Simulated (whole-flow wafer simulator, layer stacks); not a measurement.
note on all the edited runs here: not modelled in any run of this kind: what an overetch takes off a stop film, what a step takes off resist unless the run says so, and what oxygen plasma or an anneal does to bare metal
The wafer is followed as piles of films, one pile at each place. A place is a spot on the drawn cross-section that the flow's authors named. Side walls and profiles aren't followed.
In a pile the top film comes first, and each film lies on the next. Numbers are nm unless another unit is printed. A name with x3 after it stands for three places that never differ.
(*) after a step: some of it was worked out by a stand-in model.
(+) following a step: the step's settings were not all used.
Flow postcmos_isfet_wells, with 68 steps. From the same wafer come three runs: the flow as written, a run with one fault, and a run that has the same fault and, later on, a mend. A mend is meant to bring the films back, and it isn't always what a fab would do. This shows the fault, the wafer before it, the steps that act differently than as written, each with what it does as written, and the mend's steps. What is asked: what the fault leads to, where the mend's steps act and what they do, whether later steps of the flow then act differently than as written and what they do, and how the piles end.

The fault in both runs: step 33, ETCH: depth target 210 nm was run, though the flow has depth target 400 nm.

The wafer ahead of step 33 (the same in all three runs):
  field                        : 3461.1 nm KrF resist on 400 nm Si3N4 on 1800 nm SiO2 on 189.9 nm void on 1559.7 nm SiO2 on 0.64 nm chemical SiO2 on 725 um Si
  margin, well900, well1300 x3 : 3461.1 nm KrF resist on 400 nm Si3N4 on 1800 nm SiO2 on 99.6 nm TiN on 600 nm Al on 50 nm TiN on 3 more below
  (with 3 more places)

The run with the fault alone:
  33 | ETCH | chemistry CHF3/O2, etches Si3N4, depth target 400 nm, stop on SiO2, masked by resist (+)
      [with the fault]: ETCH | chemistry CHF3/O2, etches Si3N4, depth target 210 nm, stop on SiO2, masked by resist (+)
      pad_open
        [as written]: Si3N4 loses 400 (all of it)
        [with the fault]: Si3N4 loses 210
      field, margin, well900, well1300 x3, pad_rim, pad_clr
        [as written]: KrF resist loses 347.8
        [with the fault]: KrF resist loses 182.6
  Later steps of the flow acting differently than as written (not shown: 4 more steps that differ only slightly, by at most 2% or 0.5 nm, whichever is larger):
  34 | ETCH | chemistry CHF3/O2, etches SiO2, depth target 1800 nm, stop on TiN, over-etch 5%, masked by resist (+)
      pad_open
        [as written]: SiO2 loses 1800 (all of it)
        [with the fault]: Si3N4 loses 190 (all of it), SiO2 loses 1600.5
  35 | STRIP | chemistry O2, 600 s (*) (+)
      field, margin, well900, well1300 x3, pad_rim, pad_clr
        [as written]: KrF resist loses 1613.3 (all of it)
        [with the fault]: KrF resist loses 1778.5 (all of it)
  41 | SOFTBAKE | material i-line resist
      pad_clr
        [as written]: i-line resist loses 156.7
        [with the fault]: i-line resist loses 136.9
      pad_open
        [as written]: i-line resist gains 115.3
        [with the fault]: i-line resist gains 106.4
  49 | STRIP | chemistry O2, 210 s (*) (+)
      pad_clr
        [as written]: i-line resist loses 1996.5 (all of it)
        [with the fault]: i-line resist loses 2078.6 (all of it)
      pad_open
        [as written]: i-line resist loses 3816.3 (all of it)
        [with the fault]: i-line resist loses 3735.9 (all of it)
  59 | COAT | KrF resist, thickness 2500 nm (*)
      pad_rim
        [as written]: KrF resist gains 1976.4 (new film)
        [with the fault]: KrF resist gains 2021.8 (new film)
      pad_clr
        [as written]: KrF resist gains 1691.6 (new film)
        [with the fault]: KrF resist gains 1758.7 (new film)
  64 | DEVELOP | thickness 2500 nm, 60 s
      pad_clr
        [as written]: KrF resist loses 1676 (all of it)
        [with the fault]: KrF resist loses 1742.9 (all of it)
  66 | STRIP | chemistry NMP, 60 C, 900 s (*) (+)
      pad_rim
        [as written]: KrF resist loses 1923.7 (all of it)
        [with the fault]: KrF resist loses 1968.7 (all of it)
  By the end, the piles at pad_open depart from the flow's by more than 2% or 0.5 nm, whichever is larger.
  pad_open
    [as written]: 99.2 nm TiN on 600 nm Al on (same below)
    [with the fault]: 199.5 nm SiO2 on 99.6 nm TiN on 600 nm Al on (same below)

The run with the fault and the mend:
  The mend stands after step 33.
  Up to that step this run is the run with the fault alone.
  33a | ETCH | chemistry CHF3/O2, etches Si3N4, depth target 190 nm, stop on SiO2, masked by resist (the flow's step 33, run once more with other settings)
      field, margin, well900, well1300 x3, pad_rim, pad_clr
        KrF resist loses 165.2
      pad_open
        Si3N4 loses 190 (all of it)
  None of the later steps of the flow acts differently than as written at any place that is followed.
  At every place that both follow, the piles at the end match the flow's.
